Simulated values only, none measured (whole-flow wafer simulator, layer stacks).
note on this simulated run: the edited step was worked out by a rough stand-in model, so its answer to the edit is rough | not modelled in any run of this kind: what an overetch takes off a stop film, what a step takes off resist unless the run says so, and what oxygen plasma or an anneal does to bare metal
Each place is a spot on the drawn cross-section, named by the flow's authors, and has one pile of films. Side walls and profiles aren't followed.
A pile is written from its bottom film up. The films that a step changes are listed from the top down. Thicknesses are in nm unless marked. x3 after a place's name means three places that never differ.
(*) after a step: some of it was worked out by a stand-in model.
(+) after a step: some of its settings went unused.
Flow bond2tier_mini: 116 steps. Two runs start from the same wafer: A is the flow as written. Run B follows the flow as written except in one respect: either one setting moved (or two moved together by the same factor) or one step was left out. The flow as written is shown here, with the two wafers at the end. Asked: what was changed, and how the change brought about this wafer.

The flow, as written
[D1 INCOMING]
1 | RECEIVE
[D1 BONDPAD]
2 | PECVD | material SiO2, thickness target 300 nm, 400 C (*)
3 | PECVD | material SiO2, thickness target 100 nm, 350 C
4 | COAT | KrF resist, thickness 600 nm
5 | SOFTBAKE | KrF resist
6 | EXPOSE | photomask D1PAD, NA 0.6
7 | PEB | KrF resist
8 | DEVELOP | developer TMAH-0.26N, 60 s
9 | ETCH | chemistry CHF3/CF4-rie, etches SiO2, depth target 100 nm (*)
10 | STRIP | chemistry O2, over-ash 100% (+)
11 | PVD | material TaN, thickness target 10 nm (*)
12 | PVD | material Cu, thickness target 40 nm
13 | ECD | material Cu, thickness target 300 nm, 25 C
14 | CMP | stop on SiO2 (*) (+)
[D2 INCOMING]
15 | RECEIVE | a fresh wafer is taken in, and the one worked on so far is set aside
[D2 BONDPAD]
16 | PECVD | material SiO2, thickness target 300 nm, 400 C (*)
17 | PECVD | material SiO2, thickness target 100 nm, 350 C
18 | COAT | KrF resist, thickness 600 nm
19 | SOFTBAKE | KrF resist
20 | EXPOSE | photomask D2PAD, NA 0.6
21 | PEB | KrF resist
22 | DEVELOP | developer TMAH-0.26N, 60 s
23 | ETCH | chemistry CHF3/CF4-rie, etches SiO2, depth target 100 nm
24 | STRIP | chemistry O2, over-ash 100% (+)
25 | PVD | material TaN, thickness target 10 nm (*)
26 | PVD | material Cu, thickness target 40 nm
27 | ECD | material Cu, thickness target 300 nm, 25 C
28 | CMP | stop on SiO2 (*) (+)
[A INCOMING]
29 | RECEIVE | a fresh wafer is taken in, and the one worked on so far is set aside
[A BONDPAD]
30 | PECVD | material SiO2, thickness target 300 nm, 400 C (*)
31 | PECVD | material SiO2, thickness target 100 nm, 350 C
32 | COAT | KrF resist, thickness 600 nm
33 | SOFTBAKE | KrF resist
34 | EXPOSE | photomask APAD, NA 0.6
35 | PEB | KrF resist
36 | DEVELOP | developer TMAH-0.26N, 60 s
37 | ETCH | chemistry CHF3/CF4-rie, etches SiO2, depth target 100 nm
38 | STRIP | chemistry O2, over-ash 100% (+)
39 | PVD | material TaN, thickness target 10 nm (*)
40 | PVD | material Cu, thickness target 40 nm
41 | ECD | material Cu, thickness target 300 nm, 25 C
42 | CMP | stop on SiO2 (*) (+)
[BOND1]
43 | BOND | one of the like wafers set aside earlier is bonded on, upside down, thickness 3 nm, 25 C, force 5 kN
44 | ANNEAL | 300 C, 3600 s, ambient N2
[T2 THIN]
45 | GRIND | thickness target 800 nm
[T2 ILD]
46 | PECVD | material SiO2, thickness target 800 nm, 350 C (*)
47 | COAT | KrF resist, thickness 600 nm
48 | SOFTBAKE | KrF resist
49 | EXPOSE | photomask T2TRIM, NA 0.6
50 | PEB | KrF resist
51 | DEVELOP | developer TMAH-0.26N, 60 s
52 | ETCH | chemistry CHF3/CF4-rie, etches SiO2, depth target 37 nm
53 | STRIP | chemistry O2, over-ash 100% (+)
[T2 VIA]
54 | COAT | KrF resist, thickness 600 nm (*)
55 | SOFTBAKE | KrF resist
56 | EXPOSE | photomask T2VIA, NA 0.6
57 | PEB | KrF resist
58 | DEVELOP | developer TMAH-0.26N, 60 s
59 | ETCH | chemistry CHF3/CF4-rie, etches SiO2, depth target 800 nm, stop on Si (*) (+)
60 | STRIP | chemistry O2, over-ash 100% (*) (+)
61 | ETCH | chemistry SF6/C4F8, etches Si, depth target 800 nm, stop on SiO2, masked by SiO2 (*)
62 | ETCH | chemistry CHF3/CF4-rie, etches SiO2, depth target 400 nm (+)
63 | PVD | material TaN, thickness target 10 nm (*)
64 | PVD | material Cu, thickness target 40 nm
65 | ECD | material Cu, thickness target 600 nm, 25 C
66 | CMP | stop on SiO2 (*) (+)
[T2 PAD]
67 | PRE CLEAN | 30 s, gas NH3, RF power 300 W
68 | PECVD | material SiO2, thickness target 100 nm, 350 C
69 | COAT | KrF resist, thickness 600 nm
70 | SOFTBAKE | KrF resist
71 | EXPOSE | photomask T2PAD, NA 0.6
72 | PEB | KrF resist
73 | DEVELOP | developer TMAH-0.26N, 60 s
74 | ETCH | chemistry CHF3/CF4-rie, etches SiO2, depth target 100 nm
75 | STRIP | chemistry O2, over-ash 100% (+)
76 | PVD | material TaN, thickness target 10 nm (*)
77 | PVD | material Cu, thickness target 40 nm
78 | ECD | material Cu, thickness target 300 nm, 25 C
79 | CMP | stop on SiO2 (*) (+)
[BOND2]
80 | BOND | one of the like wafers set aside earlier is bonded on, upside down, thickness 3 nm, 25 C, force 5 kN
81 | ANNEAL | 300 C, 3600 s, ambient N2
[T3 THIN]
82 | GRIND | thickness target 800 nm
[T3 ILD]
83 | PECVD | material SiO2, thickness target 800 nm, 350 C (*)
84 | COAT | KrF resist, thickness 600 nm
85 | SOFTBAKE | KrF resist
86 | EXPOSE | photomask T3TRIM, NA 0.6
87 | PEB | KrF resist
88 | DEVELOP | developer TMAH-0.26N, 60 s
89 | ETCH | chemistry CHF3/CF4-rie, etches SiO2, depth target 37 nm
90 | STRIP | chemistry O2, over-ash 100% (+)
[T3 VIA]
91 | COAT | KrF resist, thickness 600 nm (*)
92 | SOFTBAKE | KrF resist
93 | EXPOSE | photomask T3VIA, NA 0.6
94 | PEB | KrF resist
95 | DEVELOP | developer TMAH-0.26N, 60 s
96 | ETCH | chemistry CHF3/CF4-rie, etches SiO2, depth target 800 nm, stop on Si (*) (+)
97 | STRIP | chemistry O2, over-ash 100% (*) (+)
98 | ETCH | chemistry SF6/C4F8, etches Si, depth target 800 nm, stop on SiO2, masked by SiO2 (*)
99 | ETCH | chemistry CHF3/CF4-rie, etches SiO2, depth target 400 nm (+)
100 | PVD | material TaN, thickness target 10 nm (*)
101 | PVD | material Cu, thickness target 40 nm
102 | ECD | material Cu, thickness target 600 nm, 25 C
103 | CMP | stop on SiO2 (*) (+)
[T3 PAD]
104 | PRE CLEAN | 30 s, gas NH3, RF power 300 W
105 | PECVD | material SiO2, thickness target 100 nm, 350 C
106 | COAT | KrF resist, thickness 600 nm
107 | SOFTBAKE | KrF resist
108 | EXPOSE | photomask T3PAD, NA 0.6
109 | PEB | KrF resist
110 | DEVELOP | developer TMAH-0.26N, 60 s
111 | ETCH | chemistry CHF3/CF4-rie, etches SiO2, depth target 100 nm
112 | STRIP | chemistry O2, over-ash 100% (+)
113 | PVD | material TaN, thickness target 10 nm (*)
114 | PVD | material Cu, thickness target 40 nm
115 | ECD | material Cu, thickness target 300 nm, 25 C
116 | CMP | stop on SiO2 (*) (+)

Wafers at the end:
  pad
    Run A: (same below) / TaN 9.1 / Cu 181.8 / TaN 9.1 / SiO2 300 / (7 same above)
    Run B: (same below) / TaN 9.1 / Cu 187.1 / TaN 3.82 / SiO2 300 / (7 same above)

What caused this: step 25, PVD: thickness target 4.2 nm was run, whereas the flow has thickness target 10 nm.

How this came from the change, step by step:
  25 | PVD | material TaN, thickness target 10 nm (*)
      field: A +10 TaN (new film) | B +4.2 TaN (new film)
      pad: A +9.1 TaN (new film) | B +3.82 TaN (new film)
      (as well as at 1 more place)
  28 | CMP | stop on SiO2 (*) (+)
      field: A -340 Cu (all of it), -10 TaN (all of it) | B -340 Cu (all of it), -4.2 TaN (all of it)
  80 | BOND | one of the like wafers set aside earlier is bonded on, upside down, thickness 3 nm, 25 C, force 5 kN
      pad: A +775 um Si (new film), +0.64 chemical SiO2 (new film), +300 SiO2 (new film), +9.1 TaN (new film), +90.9 Cu | B +775 um Si (new film), +0.64 chemical SiO2 (new film), +300 SiO2 (new film), +3.82 TaN (new film), +96.2 Cu
